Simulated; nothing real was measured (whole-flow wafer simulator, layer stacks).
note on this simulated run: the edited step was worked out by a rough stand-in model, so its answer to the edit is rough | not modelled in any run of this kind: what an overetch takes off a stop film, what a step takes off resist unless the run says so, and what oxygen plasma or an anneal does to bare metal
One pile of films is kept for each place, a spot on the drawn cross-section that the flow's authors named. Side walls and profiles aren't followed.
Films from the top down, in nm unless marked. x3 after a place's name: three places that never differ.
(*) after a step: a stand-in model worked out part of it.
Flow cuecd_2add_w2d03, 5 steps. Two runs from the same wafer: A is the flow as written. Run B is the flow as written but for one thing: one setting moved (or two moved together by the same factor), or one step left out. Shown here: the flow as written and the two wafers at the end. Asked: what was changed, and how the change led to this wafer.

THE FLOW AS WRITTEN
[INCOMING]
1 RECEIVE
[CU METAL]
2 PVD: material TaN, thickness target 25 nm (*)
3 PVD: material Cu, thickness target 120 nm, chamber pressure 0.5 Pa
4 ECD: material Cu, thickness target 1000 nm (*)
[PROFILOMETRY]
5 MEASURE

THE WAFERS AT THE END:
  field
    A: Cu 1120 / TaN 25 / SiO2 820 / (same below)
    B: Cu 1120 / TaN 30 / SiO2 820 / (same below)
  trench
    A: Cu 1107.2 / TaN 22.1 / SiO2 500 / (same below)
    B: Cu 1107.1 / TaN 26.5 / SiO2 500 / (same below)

The cause: step 2, PVD: thickness target 30 nm was run, where the flow has thickness target 25 nm.
It can be read off the wafer: field has TaN 30, and step 2 as written asks for 25 nm.

How the change led to this, step by step:
  2 PVD: material TaN, thickness target 25 nm (*)
      field: A TaN +25 (new film) | B TaN +30 (new film)
      trench: A TaN +22.1 (new film) | B TaN +26.5 (new film)
